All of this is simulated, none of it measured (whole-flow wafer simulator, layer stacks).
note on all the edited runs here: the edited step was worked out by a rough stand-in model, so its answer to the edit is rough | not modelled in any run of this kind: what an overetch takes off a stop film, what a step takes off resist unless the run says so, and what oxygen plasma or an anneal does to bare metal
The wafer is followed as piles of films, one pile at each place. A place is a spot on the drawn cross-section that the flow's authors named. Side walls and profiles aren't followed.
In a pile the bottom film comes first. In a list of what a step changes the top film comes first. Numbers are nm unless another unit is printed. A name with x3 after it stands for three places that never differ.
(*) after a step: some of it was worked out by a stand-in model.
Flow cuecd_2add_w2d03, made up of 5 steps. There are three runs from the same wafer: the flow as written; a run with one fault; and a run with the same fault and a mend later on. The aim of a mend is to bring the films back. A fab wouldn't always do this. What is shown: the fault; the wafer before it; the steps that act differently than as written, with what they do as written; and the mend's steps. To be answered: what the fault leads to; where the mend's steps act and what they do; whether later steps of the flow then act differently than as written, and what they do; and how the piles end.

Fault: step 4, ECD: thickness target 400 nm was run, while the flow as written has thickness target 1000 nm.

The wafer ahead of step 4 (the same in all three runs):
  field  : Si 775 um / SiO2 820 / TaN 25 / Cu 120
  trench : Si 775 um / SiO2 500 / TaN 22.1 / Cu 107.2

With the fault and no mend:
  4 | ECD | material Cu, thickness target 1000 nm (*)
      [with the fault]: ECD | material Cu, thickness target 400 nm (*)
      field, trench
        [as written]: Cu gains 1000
        [with the fault]: Cu gains 400
  None of the later steps of the flow acts differently than as written at any place that is followed.
  The piles end different from the flow's at field, trench by more than 2% or 0.5 nm, whichever is larger.
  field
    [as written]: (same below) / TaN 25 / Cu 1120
    [with the fault]: (same below) / TaN 25 / Cu 520
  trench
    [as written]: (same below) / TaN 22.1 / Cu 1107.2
    [with the fault]: (same below) / TaN 22.1 / Cu 507.2

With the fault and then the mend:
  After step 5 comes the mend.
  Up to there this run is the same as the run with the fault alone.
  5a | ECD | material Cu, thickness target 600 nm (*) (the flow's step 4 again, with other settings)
      field, trench
        Cu gains 600
  None of the later steps of the flow acts differently than as written at any place that is followed.
  By the end, the piles equal the flow's at every place that both follow.
